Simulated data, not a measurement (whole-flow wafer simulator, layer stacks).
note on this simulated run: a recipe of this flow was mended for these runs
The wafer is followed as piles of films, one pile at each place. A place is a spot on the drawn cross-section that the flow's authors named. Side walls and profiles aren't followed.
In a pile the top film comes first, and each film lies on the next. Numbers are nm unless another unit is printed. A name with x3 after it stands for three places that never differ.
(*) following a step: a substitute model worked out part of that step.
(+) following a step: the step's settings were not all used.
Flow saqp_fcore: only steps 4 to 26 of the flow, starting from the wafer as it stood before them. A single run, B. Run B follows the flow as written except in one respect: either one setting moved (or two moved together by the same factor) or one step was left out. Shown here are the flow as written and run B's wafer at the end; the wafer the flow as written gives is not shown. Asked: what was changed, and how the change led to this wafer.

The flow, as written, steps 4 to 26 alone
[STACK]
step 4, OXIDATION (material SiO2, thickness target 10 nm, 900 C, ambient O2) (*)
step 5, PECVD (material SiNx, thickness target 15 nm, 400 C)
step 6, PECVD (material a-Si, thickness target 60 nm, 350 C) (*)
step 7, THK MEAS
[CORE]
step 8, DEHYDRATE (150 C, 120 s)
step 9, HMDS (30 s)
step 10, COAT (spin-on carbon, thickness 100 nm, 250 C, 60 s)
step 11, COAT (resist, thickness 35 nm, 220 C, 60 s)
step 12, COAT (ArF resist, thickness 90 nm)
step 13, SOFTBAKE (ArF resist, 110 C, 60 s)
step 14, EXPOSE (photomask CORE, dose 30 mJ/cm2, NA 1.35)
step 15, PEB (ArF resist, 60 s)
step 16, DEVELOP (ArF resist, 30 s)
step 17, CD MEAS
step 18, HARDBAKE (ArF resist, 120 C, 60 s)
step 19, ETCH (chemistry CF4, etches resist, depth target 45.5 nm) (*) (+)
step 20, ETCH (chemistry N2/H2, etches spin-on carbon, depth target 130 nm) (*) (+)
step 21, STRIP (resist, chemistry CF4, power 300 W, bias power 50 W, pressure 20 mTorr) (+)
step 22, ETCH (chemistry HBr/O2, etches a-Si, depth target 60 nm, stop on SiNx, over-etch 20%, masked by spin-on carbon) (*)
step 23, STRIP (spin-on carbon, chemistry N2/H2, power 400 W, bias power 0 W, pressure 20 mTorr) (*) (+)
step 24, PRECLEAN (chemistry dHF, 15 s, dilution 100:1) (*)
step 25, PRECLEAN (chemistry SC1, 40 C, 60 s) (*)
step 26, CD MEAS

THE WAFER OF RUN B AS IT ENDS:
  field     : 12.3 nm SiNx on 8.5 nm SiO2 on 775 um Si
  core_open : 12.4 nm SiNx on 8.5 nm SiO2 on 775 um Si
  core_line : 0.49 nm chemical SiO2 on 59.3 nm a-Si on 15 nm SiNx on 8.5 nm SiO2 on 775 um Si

Cause: step 4, OXIDATION: thickness target 8.5 nm was run, whereas the flow has thickness target 10 nm.
The wafer lets one read it off: field has SiO2 8.5, and step 4 as written asks for 10 nm.

Step by step, how the change led to this:
  step 4, OXIDATION (material SiO2, thickness target 10 nm, 900 C, ambient O2) (*)
      field, core_open, core_line: SiO2 gains 8.5 (new film), chemical SiO2 loses 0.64 (all of it), Si loses 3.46 (it would be, as written: SiO2 gains 10 (new film), chemical SiO2 loses 0.64 (all of it), Si loses 4.12)
